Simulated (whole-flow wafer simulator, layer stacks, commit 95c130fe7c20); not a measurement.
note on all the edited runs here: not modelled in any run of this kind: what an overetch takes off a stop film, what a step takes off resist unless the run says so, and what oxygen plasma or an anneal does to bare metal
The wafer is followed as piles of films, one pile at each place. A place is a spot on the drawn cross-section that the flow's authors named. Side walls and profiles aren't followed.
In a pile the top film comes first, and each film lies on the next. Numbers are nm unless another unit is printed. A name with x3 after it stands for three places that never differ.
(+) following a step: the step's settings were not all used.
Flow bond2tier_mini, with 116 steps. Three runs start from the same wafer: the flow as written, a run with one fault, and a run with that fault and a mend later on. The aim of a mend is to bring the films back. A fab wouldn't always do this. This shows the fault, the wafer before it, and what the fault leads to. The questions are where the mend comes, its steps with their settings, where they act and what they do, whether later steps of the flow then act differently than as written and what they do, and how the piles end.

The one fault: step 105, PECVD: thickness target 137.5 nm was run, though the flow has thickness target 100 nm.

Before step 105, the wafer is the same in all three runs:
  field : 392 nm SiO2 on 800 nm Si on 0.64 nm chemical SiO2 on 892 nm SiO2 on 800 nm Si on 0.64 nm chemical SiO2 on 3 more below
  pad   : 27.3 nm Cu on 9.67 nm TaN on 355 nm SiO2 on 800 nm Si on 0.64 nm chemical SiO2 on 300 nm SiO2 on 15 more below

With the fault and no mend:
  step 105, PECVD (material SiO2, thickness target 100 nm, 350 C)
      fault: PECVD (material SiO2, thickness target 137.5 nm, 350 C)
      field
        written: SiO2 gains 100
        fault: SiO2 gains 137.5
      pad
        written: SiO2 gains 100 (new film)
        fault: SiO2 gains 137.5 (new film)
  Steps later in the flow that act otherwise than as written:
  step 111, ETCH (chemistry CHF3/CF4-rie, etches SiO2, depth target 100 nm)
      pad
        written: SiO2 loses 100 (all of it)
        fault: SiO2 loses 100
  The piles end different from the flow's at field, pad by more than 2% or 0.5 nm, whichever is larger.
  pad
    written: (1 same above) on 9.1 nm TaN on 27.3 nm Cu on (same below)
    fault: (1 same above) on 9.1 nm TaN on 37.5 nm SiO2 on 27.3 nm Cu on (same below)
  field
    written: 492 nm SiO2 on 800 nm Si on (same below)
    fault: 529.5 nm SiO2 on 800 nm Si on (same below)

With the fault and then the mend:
  The mend follows step 110.
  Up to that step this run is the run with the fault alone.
  step 110a, STRIP (chemistry O2, over-ash 100%) (+)
      field
        KrF resist loses 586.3 (all of it)
  step 110b, ETCH (chemistry CHF3/CF4-rie, etches SiO2, depth target 37.5 nm) (the flow's step 62, run once more with other settings)
      field, pad
        SiO2 loses 37.5
  step 110c, COAT (KrF resist, thickness 600 nm) (the flow's step 106, run once more)
      field, pad
        KrF resist gains 600 (new film)
  step 110d, SOFTBAKE (KrF resist) (the flow's step 107, run once more)
      alters no film at any place that is followed
  step 110e, EXPOSE (photomask T3PAD, NA 0.6) (the flow's step 108, run once more)
      alters no film at any place that is followed
  step 110f, PEB (KrF resist) (the flow's step 109, run once more)
      alters no film at any place that is followed
  step 110g, DEVELOP (developer TMAH-0.26N, 60 s) (the flow's step 110, run once more)
      field
        KrF resist loses 13.7
      pad
        KrF resist loses 600 (all of it)
  Every later step of the flow that is run acts as written at every place that is followed.
  The piles end the same as the flow's at every place that both follow.
